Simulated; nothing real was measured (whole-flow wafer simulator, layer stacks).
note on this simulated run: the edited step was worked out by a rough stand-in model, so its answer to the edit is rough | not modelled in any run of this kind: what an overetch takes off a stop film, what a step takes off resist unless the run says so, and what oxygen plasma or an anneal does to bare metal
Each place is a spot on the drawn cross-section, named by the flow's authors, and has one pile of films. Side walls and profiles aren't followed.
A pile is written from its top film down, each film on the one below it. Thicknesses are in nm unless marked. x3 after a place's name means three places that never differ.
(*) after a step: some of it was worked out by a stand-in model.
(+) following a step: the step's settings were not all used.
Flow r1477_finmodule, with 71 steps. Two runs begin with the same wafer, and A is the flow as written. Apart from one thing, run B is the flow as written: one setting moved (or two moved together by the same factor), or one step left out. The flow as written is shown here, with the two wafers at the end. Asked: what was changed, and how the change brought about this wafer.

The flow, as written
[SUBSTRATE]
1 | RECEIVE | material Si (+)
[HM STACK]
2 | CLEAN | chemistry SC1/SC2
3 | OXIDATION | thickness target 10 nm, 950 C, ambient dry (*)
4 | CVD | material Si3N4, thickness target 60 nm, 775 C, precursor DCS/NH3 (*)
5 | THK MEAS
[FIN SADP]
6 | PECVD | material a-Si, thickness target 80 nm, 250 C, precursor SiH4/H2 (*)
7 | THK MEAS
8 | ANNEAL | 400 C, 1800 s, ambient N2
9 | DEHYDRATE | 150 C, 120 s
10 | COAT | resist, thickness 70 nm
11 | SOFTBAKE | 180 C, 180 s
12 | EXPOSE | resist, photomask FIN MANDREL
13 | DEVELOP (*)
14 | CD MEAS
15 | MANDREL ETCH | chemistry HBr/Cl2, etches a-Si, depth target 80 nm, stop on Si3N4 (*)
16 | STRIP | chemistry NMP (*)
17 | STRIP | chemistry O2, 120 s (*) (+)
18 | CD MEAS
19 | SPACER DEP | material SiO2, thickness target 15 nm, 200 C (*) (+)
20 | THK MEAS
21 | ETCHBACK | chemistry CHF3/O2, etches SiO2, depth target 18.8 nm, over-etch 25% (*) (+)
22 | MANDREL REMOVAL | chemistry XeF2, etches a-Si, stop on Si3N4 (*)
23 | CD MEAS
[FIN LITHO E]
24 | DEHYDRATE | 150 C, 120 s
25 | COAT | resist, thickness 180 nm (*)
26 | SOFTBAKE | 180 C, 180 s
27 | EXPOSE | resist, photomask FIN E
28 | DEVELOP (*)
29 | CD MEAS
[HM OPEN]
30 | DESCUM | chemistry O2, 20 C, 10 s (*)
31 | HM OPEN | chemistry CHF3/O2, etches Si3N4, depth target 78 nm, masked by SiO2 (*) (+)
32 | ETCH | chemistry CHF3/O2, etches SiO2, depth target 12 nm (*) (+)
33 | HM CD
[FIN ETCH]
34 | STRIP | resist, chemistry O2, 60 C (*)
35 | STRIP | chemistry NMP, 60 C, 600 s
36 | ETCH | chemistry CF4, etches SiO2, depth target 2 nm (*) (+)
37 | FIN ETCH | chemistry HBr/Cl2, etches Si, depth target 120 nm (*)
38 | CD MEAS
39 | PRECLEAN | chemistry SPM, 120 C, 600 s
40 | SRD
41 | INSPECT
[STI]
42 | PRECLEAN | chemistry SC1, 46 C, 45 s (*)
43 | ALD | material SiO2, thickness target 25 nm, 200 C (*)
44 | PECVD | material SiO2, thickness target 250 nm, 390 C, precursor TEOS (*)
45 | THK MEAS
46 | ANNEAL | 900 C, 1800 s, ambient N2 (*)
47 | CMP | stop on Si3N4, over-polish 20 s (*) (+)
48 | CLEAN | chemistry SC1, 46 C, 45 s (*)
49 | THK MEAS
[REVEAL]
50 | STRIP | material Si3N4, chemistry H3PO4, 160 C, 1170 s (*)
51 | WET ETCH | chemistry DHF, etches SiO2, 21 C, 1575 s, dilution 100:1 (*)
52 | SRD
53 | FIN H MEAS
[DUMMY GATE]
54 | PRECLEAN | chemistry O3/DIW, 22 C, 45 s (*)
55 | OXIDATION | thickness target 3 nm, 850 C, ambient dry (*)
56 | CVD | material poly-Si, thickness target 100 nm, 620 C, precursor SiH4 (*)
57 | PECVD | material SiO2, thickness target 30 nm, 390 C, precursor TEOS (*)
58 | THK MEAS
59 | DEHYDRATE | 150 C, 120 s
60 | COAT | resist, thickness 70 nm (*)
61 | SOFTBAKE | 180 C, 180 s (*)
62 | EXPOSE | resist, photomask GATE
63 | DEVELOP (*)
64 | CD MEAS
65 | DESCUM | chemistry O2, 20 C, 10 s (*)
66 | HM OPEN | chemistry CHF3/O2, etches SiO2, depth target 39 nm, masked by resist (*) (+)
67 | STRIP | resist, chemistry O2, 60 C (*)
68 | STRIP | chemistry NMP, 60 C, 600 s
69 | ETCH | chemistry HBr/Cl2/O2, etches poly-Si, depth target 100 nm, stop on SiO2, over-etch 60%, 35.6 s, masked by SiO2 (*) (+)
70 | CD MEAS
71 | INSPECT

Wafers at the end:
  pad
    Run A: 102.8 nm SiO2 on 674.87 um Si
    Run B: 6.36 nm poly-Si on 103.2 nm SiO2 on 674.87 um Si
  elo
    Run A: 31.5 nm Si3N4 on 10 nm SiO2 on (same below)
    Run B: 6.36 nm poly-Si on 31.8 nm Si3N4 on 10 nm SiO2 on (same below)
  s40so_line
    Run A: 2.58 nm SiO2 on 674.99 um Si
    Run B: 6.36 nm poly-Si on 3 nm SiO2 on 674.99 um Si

Cause: step 69, ETCH: depth target 57 nm was run, while the flow as written has depth target 100 nm; step 69, ETCH: 20.3 s was run, where the flow has 35.6 s.

How this came from the change, step by step:
  69 | ETCH | chemistry HBr/Cl2/O2, etches poly-Si, depth target 100 nm, stop on SiO2, over-etch 60%, 35.6 s, masked by SiO2 (*) (+)
      pad, eso, e40so and 8 more: A -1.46 chemical SiO2 (all of it), -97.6 poly-Si (all of it), -0.42 SiO2 | B -1.46 chemical SiO2 (all of it), -91.2 poly-Si
      elo, e40lo, e100lo, e200lo: A -1.46 chemical SiO2 (all of it), -97.6 poly-Si (all of it), -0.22 Si3N4 | B -1.46 chemical SiO2 (all of it), -91.2 poly-Si
      (also at 21 further places)
